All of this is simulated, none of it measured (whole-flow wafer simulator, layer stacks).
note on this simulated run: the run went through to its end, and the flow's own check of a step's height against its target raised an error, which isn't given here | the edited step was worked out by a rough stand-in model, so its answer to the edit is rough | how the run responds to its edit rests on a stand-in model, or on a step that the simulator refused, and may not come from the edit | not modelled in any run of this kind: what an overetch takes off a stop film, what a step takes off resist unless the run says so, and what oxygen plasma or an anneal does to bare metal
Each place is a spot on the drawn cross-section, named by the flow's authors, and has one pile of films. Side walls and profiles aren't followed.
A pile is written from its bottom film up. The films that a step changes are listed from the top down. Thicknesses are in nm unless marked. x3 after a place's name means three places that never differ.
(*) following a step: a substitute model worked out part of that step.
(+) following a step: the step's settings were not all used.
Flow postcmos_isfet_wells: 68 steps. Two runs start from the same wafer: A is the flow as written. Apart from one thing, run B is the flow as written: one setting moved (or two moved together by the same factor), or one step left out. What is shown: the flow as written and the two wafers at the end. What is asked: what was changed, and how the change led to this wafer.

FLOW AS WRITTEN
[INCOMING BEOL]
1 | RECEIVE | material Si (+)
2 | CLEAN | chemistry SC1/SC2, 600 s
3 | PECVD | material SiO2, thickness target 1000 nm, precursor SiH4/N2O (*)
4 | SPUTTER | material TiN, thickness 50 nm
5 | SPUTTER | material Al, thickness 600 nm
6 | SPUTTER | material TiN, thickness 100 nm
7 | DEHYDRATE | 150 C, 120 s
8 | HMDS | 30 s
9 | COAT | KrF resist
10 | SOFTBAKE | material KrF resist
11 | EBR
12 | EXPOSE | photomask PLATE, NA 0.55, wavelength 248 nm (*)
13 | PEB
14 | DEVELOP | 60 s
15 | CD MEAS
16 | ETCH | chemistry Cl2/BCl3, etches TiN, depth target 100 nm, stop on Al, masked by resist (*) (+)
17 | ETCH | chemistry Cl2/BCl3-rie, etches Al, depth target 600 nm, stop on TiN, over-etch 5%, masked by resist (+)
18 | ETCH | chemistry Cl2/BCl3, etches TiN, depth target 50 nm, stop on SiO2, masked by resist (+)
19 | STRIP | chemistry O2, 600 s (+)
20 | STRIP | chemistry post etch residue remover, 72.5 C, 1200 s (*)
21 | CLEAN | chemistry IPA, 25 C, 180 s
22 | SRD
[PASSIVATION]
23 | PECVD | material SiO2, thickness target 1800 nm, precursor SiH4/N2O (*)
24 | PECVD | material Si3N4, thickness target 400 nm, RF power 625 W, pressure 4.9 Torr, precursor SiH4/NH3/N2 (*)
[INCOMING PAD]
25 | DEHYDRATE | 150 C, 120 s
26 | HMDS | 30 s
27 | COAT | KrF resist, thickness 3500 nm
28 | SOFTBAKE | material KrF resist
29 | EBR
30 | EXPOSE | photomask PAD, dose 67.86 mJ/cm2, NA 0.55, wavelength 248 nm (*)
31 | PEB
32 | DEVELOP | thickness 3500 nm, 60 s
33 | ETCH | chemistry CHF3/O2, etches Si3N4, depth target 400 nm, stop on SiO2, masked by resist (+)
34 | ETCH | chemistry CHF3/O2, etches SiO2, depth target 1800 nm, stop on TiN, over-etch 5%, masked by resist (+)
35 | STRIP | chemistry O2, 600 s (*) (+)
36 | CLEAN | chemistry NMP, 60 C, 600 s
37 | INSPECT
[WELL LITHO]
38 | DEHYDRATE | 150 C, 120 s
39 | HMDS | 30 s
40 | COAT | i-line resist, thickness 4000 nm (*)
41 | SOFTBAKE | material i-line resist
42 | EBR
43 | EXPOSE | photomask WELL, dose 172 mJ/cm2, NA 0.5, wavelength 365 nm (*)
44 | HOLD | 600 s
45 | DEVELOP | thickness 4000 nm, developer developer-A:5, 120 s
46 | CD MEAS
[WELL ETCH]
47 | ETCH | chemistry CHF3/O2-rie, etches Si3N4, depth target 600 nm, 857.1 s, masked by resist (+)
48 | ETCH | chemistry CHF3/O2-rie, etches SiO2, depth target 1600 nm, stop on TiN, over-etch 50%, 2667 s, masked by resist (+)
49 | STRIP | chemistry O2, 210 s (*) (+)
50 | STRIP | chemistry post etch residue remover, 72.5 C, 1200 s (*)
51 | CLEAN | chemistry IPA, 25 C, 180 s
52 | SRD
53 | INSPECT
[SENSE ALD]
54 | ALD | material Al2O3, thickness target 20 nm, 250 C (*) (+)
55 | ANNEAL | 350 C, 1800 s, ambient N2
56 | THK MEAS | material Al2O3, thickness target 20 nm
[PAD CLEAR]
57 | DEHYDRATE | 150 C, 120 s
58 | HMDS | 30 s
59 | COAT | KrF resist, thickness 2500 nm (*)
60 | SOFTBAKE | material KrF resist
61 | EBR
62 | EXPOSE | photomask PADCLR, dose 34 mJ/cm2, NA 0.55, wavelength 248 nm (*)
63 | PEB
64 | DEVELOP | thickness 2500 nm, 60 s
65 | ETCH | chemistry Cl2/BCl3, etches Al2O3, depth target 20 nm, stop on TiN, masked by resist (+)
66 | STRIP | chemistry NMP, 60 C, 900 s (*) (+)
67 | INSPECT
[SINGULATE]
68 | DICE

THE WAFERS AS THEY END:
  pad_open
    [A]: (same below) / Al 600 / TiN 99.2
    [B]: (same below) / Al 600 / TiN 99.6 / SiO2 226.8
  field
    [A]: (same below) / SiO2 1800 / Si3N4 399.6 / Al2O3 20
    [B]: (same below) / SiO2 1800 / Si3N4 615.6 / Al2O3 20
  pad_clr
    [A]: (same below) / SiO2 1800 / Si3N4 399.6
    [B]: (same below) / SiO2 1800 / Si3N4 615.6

What caused this: step 24, PECVD: thickness target 616 nm was run, whereas the flow has thickness target 400 nm.

The path from the change to this, step by step:
  24 | PECVD | material Si3N4, thickness target 400 nm, RF power 625 W, pressure 4.9 Torr, precursor SiH4/NH3/N2 (*)
      field, margin, well900, well1300 x3, pad_rim, pad_clr, pad_open: A Si3N4 gains 400 (new film) | B Si3N4 gains 616 (new film)
  33 | ETCH | chemistry CHF3/O2, etches Si3N4, depth target 400 nm, stop on SiO2, masked by resist (+)
      pad_open: A Si3N4 loses 400 (all of it) | B Si3N4 loses 400
  34 | ETCH | chemistry CHF3/O2, etches SiO2, depth target 1800 nm, stop on TiN, over-etch 5%, masked by resist (+)
      pad_open: A SiO2 loses 1800 (all of it) | B Si3N4 loses 216 (all of it), SiO2 loses 1573.2
  47 | ETCH | chemistry CHF3/O2-rie, etches Si3N4, depth target 600 nm, 857.1 s, masked by resist (+)
      well900, well1300 x3: A Si3N4 loses 400 (all of it), SiO2 loses 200 | B Si3N4 loses 600
  48 | ETCH | chemistry CHF3/O2-rie, etches SiO2, depth target 1600 nm, stop on TiN, over-etch 50%, 2667 s, masked by resist (+)
      well900, well1300 x3: A SiO2 loses 1600 (all of it) | B Si3N4 loses 16 (all of it), SiO2 loses 1800 (all of it)
  59 | COAT | KrF resist, thickness 2500 nm (*)
      field: A KrF resist gains 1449 (new film) | B KrF resist gains 1345.8 (new film)
      margin: A KrF resist gains 1448.9 (new film) | B KrF resist gains 1345.7 (new film)
  63 | PEB
      field, margin: A KrF resist loses 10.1 | B KrF resist loses 9.36
  66 | STRIP | chemistry NMP, 60 C, 900 s (*) (+)
      field: A KrF resist loses 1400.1 (all of it) | B KrF resist loses 1297.7 (all of it)
      margin: A KrF resist loses 1400.1 (all of it) | B KrF resist loses 1297.6 (all of it)
